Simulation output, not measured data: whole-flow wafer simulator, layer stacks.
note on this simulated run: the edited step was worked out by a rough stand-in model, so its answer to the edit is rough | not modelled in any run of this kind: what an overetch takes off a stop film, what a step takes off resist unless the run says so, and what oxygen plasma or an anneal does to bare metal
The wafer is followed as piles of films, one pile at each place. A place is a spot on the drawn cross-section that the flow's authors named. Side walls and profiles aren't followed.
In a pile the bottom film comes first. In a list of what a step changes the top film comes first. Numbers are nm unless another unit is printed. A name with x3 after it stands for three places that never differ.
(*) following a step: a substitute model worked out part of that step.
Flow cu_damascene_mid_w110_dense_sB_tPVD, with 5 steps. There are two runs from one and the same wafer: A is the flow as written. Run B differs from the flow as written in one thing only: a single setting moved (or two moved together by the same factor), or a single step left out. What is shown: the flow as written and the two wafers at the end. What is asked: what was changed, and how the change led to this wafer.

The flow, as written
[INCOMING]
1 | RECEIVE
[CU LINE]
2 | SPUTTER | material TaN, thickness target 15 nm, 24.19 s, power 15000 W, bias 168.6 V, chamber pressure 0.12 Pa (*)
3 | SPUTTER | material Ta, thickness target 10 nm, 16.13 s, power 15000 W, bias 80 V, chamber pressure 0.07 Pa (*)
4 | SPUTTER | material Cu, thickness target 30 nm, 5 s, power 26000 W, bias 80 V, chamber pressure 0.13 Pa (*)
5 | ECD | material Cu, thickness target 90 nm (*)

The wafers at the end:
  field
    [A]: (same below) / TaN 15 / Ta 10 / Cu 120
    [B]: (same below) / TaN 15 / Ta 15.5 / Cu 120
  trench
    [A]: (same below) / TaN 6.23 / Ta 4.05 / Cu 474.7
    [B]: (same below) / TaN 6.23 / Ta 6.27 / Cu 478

What caused this: step 3, SPUTTER: 25 s was run, whereas the flow has 16.13 s.

Step by step, how the change led to this:
  3 | SPUTTER | material Ta, thickness target 10 nm, 16.13 s, power 15000 W, bias 80 V, chamber pressure 0.07 Pa (*)
      field: A Ta gains 10 (new film) | B Ta gains 15.5 (new film)
      trench: A Ta gains 4.05 (new film) | B Ta gains 6.27 (new film)
